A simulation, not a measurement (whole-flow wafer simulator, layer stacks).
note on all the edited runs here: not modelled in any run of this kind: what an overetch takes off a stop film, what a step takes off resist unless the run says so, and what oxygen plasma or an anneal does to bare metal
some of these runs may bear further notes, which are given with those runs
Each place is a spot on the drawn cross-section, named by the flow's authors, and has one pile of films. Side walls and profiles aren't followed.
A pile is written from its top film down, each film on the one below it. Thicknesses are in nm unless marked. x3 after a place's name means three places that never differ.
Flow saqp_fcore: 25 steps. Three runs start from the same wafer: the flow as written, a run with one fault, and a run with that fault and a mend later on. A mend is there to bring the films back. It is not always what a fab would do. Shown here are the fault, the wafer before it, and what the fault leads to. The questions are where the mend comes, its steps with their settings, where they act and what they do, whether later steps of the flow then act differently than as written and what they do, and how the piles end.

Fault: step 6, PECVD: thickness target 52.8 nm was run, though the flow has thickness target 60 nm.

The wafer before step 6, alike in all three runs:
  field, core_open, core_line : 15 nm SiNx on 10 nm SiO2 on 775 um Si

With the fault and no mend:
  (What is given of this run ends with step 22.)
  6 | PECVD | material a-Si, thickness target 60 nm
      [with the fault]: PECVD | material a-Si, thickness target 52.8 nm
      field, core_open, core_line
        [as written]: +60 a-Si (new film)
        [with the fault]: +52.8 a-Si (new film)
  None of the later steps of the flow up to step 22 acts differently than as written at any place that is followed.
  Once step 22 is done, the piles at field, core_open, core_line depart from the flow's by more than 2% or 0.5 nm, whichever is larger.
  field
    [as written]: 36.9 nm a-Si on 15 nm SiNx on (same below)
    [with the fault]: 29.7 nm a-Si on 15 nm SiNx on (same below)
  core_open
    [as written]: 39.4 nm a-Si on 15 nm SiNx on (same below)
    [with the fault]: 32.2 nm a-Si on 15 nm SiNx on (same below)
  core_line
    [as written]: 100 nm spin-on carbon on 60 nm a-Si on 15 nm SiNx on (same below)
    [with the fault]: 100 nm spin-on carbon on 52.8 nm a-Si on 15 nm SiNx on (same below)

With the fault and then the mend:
  After step 7 comes the mend.
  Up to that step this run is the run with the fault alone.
  7a | ETCH | chemistry tmah, depth target 60.72 nm
      field, core_open, core_line
        -52.8 a-Si (all of it)
  7b | PECVD | material a-Si, thickness target 60 nm (the flow's step 6, run once more)
      field, core_open, core_line
        +60 a-Si (new film)
  None of the later steps of the flow acts differently than as written at any place that is followed.
  By the end, the piles equal the flow's at every place that both follow.
